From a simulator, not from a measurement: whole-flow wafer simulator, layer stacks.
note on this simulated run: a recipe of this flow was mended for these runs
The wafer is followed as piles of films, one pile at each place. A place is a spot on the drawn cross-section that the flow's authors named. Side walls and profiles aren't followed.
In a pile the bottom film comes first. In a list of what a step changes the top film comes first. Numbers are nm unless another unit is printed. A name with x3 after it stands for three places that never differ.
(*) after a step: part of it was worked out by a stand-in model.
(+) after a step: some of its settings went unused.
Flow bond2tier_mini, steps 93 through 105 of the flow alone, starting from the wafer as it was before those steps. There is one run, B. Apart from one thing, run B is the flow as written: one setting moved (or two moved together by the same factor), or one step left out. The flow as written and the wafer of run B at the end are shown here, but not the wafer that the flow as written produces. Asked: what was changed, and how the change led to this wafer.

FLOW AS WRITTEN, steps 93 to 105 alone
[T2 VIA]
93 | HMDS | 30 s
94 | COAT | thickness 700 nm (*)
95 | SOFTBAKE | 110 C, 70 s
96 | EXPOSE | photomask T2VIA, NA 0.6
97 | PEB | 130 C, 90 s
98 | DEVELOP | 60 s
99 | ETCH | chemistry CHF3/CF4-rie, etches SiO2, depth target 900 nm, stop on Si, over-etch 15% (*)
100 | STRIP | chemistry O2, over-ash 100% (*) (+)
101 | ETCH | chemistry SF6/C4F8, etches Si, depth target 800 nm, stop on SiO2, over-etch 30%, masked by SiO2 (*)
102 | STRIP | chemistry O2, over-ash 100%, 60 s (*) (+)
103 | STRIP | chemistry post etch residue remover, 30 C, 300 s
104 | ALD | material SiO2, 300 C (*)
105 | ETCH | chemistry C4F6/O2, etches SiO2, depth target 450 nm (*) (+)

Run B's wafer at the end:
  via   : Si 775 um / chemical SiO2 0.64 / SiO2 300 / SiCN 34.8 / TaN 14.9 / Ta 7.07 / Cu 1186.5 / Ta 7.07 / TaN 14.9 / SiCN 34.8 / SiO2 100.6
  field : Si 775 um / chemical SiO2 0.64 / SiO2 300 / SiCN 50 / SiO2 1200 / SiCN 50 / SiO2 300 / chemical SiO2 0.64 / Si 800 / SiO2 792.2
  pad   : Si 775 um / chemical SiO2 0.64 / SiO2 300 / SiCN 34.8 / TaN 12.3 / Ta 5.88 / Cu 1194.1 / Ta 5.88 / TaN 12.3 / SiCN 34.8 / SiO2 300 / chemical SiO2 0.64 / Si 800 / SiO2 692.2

The reason: step 105, ETCH: depth target 247.5 nm was run, while the flow as written has depth target 450 nm.

How this came from the change, step by step:
  105 | ETCH | chemistry C4F6/O2, etches SiO2, depth target 450 nm (*) (+)
      via: SiO2 loses 247.5 (as written it would have been: SiO2 loses 348.1 (all of it), SiCN loses 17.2)
      field, pad: SiO2 loses 247.5 (as written it would have been: SiO2 loses 450)
